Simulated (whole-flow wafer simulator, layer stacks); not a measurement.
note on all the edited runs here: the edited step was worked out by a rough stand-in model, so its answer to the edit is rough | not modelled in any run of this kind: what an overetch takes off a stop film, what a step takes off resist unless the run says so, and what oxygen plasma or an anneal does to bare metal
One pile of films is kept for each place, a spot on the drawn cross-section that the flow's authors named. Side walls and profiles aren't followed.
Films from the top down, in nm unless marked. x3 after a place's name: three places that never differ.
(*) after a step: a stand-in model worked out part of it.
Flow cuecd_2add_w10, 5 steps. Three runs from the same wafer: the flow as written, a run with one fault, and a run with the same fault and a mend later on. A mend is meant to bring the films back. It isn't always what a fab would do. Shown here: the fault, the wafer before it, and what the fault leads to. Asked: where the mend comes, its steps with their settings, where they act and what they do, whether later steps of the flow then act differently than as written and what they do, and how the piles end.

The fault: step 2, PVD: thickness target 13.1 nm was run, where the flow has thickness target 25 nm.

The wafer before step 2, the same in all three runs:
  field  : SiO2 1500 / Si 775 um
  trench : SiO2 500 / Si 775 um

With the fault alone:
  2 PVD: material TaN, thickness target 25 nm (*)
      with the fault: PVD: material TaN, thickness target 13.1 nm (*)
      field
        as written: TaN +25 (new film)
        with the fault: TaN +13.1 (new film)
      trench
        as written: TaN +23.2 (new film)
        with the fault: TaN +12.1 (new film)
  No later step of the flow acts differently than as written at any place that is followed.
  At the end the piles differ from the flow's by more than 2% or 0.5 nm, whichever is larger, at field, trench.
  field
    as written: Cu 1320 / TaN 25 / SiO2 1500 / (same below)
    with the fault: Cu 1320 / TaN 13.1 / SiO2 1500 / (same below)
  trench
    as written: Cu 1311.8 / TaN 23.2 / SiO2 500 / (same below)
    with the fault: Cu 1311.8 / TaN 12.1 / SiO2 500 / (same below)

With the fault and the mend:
  The mend comes after step 2.
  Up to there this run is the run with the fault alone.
  2a PVD: material TaN, thickness target 11.9 nm (*) (the flow's step 2 once more, with other settings)
      field
        TaN +11.9
      trench
        TaN +11
  No later step of the flow acts differently than as written at any place that is followed.
  At the end the piles are the same as the flow's at every place that both follow.
